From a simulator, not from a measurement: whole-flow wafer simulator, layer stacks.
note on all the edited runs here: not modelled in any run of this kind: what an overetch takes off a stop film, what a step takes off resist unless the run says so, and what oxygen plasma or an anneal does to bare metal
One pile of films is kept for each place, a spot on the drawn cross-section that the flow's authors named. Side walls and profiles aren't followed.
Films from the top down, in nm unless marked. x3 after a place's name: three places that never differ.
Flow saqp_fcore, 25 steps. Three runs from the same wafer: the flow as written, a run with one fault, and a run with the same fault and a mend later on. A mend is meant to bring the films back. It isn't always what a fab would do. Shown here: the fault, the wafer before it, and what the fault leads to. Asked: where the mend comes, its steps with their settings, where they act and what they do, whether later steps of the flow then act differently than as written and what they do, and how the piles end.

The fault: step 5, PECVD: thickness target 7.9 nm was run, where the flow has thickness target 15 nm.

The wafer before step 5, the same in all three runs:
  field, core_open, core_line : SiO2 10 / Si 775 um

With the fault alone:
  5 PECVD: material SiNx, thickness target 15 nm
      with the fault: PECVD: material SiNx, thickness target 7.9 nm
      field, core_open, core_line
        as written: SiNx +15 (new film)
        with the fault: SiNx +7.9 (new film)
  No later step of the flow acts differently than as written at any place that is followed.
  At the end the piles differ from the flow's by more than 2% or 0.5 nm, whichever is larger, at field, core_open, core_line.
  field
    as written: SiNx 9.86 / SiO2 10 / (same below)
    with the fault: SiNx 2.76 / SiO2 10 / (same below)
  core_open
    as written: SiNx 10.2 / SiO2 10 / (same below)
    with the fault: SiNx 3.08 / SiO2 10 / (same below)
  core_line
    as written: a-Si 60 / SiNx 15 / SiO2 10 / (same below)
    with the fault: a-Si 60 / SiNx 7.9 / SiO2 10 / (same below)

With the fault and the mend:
  The mend comes after step 5.
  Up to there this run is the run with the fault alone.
  5a PECVD: material SiNx, thickness target 7.1 nm (the flow's step 5 once more, with other settings)
      field, core_open, core_line
        SiNx +7.1
  No later step of the flow acts differently than as written at any place that is followed.
  At the end the piles are the same as the flow's at every place that both follow.
